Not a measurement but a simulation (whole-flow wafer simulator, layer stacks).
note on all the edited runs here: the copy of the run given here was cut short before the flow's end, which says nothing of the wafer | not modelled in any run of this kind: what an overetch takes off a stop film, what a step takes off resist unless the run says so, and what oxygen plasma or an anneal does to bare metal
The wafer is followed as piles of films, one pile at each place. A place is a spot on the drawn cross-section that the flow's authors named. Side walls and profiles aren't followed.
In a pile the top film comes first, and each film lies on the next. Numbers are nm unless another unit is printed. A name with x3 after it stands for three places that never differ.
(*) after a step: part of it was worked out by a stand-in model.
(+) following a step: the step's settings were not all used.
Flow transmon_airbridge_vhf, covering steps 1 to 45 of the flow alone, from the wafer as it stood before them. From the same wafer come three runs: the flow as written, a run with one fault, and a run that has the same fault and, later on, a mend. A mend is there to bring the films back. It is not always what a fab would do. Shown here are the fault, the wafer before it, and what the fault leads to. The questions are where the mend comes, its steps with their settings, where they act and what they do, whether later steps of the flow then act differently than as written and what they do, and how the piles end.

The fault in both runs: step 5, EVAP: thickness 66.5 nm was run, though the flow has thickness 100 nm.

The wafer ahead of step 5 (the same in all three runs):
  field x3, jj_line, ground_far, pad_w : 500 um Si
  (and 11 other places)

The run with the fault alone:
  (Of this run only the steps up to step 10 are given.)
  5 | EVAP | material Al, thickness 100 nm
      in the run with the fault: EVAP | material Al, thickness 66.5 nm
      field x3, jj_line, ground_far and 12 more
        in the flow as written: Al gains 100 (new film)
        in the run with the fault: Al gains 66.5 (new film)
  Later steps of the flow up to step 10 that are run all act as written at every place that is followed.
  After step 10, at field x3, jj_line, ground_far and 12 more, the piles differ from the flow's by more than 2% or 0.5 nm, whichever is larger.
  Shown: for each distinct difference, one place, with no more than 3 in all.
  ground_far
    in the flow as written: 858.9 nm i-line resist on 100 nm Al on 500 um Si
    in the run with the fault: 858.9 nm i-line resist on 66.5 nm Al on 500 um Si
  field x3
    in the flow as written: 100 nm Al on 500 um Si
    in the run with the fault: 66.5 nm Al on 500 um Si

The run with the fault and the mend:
  The mend stands after step 10.
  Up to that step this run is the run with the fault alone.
  10a | STRIP | i-line resist, 80 C, 600 s (+)
      ground_far, pad_w, flank_w and 8 more
        i-line resist loses 858.9 (all of it)
  10b | EVAP | material Al, thickness 33.5 nm (the flow's step 5, run once more with other settings)
      field x3, jj_line, ground_far and 12 more
        Al gains 33.5
  10c | COAT | i-line resist, thickness 900 nm (the flow's step 6, run once more)
      field x3, jj_line, ground_far and 12 more
        i-line resist gains 900 (new film)
  10d | SOFTBAKE | i-line resist, 90 C, 90 s (the flow's step 7, run once more)
      leaves every film unchanged at each place that is followed
  10e | EXPOSE | i-line resist, thickness 900 nm, photomask AB CPW, dose 155.4 mJ/cm2, NA 0.45, wavelength 365 nm (*) (the flow's step 8, run once more)
      leaves every film unchanged at each place that is followed
  10f | PEB | i-line resist, 110 C, 60 s (the flow's step 9, run once more)
      field x3, jj_line, ground_far and 12 more
        i-line resist loses 41
  10g | DEVELOP | i-line resist, thickness 900 nm, developer developer-B, 60 s (the flow's step 10, run once more)
      ground_far, pad_w, flank_w and 8 more
        i-line resist loses 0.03
      field x3, jj_line, gap_w, gap_e
        i-line resist loses 859 (all of it)
  Later steps of the flow that are run all act as written at every place that is followed.
  The piles end the same as the flow's at every place that both follow.
